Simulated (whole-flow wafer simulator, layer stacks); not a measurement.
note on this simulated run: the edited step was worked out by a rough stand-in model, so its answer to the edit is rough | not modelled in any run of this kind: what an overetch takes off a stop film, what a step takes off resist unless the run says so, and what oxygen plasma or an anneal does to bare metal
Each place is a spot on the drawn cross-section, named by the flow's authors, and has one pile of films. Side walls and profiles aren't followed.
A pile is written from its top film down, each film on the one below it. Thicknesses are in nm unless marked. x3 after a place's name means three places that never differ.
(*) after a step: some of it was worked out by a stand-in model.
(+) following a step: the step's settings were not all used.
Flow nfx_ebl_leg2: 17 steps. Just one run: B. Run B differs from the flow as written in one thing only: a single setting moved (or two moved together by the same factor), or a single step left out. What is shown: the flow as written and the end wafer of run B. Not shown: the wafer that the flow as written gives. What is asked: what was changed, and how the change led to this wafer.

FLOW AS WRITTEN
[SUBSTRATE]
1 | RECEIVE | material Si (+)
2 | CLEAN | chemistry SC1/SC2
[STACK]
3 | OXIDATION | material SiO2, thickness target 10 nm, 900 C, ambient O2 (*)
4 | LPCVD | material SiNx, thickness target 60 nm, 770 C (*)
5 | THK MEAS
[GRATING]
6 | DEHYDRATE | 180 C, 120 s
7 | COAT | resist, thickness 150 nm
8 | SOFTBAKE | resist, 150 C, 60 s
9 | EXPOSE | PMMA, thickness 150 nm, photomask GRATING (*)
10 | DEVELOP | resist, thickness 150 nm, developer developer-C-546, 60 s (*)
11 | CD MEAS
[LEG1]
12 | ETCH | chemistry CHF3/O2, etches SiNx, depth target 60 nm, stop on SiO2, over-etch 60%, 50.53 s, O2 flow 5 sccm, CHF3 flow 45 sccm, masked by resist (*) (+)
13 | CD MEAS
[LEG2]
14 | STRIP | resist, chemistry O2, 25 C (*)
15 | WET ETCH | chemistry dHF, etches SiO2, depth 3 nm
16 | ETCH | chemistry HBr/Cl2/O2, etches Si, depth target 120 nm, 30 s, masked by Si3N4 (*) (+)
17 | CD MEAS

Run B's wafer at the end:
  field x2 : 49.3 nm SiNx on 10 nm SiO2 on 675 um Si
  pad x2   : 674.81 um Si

What caused this: step 16, ETCH: depth target 189 nm was run, whereas the flow has depth target 120 nm; step 16, ETCH: 47.2 s was run, where the flow has 30 s.

Step by step, how the change led to this:
  16 | ETCH | chemistry HBr/Cl2/O2, etches Si, depth target 120 nm, 30 s, masked by Si3N4 (*) (+)
      field x2: SiNx loses 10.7 (in the flow as written it would be: SiNx loses 6.82)
      pad x2: Si loses 189 (in the flow as written it would be: Si loses 120)
